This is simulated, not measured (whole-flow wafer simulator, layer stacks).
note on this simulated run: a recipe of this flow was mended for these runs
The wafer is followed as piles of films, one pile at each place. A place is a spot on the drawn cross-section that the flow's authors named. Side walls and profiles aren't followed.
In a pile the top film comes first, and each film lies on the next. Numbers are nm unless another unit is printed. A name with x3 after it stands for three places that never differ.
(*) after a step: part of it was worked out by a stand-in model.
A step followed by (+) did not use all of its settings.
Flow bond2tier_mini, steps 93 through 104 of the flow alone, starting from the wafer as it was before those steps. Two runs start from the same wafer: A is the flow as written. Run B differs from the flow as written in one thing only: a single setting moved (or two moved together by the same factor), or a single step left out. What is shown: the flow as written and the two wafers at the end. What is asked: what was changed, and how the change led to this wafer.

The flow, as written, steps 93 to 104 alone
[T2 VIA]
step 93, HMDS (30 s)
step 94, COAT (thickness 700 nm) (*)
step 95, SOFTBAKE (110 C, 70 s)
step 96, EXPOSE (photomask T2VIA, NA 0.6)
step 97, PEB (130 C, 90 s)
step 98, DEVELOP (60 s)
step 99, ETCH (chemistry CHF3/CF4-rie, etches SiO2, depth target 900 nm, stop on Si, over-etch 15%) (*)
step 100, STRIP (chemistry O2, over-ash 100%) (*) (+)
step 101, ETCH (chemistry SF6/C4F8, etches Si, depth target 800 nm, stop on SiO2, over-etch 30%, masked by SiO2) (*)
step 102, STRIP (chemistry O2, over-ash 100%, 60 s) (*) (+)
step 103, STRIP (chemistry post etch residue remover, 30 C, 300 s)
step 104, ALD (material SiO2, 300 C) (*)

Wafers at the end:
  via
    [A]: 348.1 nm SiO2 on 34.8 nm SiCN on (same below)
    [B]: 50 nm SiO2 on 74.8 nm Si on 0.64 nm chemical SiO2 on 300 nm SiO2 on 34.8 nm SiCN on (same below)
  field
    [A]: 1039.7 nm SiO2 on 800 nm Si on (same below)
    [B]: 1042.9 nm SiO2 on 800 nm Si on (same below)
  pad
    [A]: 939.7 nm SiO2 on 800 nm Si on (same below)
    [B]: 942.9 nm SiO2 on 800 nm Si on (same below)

What caused this: step 101, ETCH: depth target 549.2 nm was run, whereas the flow has depth target 800 nm.

The path from the change to this, step by step:
  step 101, ETCH (chemistry SF6/C4F8, etches Si, depth target 800 nm, stop on SiO2, over-etch 30%, masked by SiO2) (*)
      via: A -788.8 Si (all of it), -0.64 chemical SiO2 (all of it), -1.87 SiO2 | B -714 Si
      field, pad: A -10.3 SiO2 | B -7.14 SiO2
  step 104, ALD (material SiO2, 300 C) (*)
      via: A +50 SiO2 | B +50 SiO2 (new film)
